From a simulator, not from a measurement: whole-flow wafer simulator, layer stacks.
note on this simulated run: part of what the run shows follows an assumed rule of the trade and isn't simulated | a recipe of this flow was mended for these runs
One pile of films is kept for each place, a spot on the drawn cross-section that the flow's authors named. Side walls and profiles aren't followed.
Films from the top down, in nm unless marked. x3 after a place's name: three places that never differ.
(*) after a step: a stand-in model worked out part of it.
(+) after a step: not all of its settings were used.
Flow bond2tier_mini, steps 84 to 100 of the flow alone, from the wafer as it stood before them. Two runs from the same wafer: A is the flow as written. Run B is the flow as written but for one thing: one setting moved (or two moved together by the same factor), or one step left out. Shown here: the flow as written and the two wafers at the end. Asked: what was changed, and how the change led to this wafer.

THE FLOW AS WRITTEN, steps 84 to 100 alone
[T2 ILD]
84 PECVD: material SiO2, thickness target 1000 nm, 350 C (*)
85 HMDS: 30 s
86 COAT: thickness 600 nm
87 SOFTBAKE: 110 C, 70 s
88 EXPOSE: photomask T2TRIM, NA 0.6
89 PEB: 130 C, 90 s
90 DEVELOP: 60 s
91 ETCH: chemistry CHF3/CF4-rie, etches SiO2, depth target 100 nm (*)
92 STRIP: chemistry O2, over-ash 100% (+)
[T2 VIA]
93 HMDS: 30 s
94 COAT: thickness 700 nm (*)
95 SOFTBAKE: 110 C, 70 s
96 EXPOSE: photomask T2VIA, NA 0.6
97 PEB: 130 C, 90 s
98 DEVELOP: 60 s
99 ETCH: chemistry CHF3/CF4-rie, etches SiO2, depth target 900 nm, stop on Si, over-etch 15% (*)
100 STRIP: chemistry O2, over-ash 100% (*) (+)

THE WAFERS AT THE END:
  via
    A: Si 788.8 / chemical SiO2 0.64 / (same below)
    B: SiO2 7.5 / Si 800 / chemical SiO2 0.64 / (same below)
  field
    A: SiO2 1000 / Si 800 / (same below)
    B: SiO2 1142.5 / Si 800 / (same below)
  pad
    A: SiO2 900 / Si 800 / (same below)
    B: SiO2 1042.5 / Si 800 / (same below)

The cause: step 84, PECVD: thickness target 1142 nm was run, where the flow has thickness target 1000 nm.
It can be read off the wafer: field has SiO2 1142.5, and step 84 as written asks for 1000 nm.

How the change led to this, step by step:
  84 PECVD: material SiO2, thickness target 1000 nm, 350 C (*)
      field, pad, via: A SiO2 +1000 (new film) | B SiO2 +1142.5 (new film)
  99 ETCH: chemistry CHF3/CF4-rie, etches SiO2, depth target 900 nm, stop on Si, over-etch 15% (*)
      via: A SiO2 -900 (all of it), Si -11.2 | B SiO2 -1035
